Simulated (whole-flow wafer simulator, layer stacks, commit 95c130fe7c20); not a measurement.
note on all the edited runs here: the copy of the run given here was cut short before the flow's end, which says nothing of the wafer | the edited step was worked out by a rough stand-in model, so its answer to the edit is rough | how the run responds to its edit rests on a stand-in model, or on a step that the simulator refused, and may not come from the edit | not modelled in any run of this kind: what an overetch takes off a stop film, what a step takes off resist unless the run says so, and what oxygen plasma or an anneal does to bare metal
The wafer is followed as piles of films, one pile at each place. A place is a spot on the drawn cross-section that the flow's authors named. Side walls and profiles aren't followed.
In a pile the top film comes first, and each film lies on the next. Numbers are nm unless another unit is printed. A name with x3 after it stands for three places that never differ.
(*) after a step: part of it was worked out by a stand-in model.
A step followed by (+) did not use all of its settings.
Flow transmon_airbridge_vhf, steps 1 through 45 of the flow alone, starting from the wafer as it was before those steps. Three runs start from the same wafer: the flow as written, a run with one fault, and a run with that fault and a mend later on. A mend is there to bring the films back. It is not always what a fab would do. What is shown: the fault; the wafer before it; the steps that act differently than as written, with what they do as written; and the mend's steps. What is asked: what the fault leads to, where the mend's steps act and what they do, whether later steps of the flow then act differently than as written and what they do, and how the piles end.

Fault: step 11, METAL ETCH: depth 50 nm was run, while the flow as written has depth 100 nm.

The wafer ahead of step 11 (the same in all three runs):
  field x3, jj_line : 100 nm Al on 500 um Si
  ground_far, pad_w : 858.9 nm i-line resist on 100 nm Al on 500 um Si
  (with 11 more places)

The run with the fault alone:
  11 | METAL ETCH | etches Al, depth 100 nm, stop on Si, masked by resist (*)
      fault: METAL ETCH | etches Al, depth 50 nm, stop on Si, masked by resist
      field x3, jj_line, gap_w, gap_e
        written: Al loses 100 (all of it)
        fault: Al loses 50
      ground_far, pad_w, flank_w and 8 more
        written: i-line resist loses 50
        fault: i-line resist loses 25
  Steps further on in the flow that do not act as written (not shown: 13 more steps that differ only slightly, by at most 2% or 0.5 nm, whichever is larger):
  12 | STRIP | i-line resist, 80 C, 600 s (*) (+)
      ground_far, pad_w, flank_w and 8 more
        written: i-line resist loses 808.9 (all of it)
        fault: i-line resist loses 833.9 (all of it)
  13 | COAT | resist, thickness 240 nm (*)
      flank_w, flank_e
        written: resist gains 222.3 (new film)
        fault: resist gains 230.6 (new film)
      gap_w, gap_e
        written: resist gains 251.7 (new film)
        fault: resist gains 246.1 (new film)
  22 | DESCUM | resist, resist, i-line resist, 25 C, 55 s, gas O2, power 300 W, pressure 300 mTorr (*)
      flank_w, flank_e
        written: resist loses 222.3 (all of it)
        fault: resist loses 230.6 (all of it)
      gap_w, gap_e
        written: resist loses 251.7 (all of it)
        fault: resist loses 246.1 (all of it)
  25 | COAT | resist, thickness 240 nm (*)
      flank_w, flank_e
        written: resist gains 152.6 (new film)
        fault: resist gains 158.6 (new film)
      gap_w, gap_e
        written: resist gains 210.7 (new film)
        fault: resist gains 205.3 (new film)
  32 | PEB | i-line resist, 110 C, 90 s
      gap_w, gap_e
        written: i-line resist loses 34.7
        fault: i-line resist loses 34
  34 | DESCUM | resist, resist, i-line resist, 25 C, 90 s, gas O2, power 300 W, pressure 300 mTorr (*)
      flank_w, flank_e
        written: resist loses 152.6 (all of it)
        fault: resist loses 158.6 (all of it)
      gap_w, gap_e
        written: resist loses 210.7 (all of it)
        fault: resist loses 205.3 (all of it)
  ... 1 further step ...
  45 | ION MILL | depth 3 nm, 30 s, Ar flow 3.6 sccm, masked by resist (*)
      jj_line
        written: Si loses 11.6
        fault: Al loses 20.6
  At field x3, jj_line, gap_w, gap_e, the piles at the end differ from the flow's by more than 2% or 0.5 nm, whichever is larger.
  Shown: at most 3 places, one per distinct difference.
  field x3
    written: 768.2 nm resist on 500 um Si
    fault: 768.2 nm resist on 50 nm Al on 500 um Si
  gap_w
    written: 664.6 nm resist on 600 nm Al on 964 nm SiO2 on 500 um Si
    fault: 651.2 nm resist on 600 nm Al on 964 nm SiO2 on 50 nm Al on 500 um Si
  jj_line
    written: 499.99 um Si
    fault: 29.4 nm Al on 500 um Si

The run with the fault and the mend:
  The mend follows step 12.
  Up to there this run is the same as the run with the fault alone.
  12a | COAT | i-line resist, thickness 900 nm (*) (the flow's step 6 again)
      field x3, jj_line, trace_open_s x2, margin_s, bridge_strip, margin_n
        i-line resist gains 900 (new film)
      pad_w, pad_e
        i-line resist gains 893.9 (new film)
      flank_w, flank_e
        i-line resist gains 888.3 (new film)
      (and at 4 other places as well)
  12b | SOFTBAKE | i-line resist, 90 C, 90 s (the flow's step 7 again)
      pad_w, pad_e
        i-line resist loses 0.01
      flank_w, flank_e
        i-line resist loses 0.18
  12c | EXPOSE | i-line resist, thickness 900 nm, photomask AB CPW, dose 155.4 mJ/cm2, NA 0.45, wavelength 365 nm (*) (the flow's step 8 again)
      leaves every film unchanged at each place that is followed
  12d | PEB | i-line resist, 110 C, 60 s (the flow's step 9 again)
      field x3, jj_line, trace_open_s x2, margin_s, bridge_strip, margin_n
        i-line resist loses 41
      pad_w, cpw_trace, pad_e
        i-line resist loses 40.7
      flank_w, flank_e
        i-line resist loses 40.5
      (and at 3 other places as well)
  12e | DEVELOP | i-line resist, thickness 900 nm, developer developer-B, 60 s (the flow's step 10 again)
      trace_open_s x2, margin_s, bridge_strip, margin_n
        i-line resist loses 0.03
      field x3, jj_line
        i-line resist loses 859 (all of it)
      gap_w, gap_e
        i-line resist loses 885.1 (all of it)
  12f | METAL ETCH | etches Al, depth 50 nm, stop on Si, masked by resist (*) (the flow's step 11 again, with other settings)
      ground_far, pad_w, flank_w and 8 more
        i-line resist loses 25
      field x3, jj_line, gap_w, gap_e
        Al loses 50 (all of it)
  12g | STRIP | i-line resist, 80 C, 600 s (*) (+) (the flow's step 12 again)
      trace_open_s x2, margin_s, bridge_strip, margin_n
        i-line resist loses 833.9 (all of it)
      pad_w, pad_e
        i-line resist loses 828.1 (all of it)
      flank_w, flank_e
        i-line resist loses 822.6 (all of it)
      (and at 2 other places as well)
  Every later step of the flow that is run acts as written at every place that is followed.
  The piles end the same as the flow's at every place that both follow.
